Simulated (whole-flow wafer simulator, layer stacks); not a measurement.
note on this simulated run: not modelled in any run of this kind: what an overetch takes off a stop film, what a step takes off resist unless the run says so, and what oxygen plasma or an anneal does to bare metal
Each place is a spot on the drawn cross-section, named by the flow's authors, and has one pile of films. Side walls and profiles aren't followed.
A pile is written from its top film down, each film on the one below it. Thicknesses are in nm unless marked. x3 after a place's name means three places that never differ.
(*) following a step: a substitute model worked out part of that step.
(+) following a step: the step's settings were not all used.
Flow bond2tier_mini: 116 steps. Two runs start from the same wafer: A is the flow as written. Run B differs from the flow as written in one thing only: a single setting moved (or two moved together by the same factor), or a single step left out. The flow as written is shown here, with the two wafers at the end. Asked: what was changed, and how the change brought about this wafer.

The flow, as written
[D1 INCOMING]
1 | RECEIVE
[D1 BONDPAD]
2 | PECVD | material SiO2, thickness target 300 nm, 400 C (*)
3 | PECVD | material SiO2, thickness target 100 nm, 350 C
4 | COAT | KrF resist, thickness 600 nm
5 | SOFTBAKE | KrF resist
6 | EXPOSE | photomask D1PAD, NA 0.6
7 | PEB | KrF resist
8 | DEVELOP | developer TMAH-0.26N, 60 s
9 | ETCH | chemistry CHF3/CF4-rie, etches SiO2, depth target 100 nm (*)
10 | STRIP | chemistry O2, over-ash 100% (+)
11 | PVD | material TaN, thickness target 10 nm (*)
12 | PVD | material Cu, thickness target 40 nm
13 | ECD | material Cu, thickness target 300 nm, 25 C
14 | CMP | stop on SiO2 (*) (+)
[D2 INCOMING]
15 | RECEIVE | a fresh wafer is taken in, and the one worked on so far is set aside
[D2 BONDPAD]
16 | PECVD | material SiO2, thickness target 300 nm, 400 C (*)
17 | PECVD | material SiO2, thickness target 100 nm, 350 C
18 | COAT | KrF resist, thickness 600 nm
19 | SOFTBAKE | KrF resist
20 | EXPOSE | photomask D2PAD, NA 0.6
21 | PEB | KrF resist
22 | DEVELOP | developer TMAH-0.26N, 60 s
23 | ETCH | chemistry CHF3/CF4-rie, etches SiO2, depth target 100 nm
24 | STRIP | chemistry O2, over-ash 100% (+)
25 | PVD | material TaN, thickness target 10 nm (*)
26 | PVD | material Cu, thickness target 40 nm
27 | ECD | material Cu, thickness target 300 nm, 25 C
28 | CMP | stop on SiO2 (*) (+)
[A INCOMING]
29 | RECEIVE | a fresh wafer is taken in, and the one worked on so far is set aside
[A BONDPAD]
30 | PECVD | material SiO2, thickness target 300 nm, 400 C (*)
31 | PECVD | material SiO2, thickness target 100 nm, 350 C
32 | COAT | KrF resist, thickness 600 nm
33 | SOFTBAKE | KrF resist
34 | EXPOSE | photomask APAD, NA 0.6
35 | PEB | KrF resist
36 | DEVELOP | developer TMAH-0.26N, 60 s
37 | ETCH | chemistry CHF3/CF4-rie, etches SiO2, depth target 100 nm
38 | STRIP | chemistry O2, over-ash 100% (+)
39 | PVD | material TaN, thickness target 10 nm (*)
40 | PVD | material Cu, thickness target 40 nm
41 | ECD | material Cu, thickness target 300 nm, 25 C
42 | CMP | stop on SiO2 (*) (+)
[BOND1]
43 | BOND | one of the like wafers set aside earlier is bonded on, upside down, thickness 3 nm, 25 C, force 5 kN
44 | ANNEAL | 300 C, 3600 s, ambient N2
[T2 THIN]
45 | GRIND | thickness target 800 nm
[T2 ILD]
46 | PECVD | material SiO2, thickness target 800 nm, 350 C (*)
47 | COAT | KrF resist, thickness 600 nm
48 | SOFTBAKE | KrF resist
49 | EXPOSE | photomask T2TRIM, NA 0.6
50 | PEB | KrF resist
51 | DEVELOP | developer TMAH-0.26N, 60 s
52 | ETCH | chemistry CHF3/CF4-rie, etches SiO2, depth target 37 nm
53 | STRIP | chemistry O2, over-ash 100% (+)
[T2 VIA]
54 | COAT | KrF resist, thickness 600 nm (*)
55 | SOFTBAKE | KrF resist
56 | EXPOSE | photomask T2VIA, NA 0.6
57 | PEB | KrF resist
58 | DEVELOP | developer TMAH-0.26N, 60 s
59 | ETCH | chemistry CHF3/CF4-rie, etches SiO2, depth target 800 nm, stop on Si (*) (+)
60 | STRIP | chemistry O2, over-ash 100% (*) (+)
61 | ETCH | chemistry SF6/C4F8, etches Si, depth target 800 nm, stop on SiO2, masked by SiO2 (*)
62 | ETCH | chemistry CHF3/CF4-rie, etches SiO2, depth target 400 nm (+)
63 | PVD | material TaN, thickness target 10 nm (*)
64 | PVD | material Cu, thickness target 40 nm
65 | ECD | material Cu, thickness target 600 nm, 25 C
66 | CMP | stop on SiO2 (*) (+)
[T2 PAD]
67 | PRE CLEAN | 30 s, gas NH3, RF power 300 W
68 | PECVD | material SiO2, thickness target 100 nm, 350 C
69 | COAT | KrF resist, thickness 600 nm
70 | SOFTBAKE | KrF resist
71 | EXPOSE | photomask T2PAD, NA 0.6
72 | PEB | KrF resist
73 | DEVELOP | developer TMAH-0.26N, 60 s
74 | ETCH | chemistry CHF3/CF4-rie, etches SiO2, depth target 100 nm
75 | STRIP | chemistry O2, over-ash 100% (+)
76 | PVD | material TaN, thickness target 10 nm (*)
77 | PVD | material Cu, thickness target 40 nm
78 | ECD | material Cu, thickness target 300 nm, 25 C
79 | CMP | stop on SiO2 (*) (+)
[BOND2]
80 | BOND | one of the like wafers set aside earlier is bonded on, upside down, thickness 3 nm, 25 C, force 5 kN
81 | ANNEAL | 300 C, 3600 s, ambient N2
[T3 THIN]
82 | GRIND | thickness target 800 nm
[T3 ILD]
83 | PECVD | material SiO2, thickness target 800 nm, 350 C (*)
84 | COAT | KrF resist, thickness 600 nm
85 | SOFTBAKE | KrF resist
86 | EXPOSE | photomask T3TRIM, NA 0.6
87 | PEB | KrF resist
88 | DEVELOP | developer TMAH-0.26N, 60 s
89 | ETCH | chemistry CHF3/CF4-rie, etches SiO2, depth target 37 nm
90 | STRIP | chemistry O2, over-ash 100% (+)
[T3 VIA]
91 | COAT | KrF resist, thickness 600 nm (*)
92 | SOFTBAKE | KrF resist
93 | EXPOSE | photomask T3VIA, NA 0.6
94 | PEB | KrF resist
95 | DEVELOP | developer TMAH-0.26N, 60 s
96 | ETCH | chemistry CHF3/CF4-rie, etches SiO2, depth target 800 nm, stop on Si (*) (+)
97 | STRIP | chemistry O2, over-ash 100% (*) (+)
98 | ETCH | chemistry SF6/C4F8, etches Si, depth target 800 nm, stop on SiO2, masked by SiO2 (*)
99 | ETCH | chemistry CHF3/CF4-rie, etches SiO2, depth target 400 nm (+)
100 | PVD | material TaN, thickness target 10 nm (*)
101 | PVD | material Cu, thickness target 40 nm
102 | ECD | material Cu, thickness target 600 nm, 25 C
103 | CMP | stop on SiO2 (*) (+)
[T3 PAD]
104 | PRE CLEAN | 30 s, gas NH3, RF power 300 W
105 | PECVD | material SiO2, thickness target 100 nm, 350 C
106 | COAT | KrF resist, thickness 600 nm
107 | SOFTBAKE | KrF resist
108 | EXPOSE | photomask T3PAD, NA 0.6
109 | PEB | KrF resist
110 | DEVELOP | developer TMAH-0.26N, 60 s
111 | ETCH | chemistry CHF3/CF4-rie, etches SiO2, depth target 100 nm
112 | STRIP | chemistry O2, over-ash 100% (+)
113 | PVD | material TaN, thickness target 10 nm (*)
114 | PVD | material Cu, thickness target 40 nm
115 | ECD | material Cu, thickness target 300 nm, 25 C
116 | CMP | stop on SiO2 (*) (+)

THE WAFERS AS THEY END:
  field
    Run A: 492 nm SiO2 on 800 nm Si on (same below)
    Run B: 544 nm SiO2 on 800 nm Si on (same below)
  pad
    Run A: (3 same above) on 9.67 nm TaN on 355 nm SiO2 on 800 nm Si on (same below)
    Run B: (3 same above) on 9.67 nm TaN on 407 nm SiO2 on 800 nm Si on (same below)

The reason: step 99, ETCH: depth target 348 nm was run, though the flow has depth target 400 nm.

How this came from the change, step by step:
  99 | ETCH | chemistry CHF3/CF4-rie, etches SiO2, depth target 400 nm (+)
      field, pad: A -400 SiO2 | B -348 SiO2
